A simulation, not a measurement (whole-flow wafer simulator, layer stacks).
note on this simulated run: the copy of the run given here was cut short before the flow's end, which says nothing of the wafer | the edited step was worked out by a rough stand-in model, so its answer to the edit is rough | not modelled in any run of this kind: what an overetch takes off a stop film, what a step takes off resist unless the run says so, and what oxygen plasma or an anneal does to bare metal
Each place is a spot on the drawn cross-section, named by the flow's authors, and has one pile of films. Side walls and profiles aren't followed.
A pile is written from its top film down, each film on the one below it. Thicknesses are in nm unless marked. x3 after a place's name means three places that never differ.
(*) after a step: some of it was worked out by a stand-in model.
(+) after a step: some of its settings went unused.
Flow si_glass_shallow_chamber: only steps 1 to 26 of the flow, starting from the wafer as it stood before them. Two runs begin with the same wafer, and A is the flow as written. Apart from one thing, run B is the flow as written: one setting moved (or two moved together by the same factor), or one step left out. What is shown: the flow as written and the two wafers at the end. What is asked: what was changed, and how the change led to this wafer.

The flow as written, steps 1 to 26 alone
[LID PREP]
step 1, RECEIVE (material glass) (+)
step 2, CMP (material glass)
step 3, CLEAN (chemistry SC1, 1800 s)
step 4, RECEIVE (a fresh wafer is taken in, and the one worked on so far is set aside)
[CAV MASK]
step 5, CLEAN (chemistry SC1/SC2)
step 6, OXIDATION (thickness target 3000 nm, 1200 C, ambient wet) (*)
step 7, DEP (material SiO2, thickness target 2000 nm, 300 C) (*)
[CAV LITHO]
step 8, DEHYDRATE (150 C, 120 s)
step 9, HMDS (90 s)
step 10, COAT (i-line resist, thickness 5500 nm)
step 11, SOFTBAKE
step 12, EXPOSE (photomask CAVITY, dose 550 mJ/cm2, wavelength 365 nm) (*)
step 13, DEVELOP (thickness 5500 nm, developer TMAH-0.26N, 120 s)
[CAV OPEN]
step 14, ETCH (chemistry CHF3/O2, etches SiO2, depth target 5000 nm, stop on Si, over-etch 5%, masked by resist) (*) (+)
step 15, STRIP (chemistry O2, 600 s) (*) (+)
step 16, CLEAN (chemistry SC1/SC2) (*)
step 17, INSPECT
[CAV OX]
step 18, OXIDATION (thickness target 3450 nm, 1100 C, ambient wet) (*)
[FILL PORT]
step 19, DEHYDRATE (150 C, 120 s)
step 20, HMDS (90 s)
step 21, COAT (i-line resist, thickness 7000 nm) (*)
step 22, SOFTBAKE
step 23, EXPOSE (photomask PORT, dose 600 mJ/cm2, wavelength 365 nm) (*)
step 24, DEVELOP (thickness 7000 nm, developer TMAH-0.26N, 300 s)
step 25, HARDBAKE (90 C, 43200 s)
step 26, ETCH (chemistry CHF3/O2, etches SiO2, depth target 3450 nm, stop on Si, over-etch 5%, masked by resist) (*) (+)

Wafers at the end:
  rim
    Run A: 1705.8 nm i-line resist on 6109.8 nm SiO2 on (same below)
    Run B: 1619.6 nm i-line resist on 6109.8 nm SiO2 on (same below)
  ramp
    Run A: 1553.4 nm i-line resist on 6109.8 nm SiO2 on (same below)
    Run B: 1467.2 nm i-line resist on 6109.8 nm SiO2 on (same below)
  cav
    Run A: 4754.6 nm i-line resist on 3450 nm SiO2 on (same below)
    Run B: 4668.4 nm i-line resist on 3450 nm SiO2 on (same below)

The reason: step 26, ETCH: over-etch 8% was run, while the flow as written has over-etch 5%.

The path from the change to this, step by step:
  step 26, ETCH (chemistry CHF3/O2, etches SiO2, depth target 3450 nm, stop on Si, over-etch 5%, masked by resist) (*) (+)
      rim, ramp, cav, ring: A i-line resist loses 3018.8 | B i-line resist loses 3105
      port: A SiO2 loses 3450 (all of it), Si loses 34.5 | B SiO2 loses 3450 (all of it), Si loses 55.2
      (also at 1 further place)
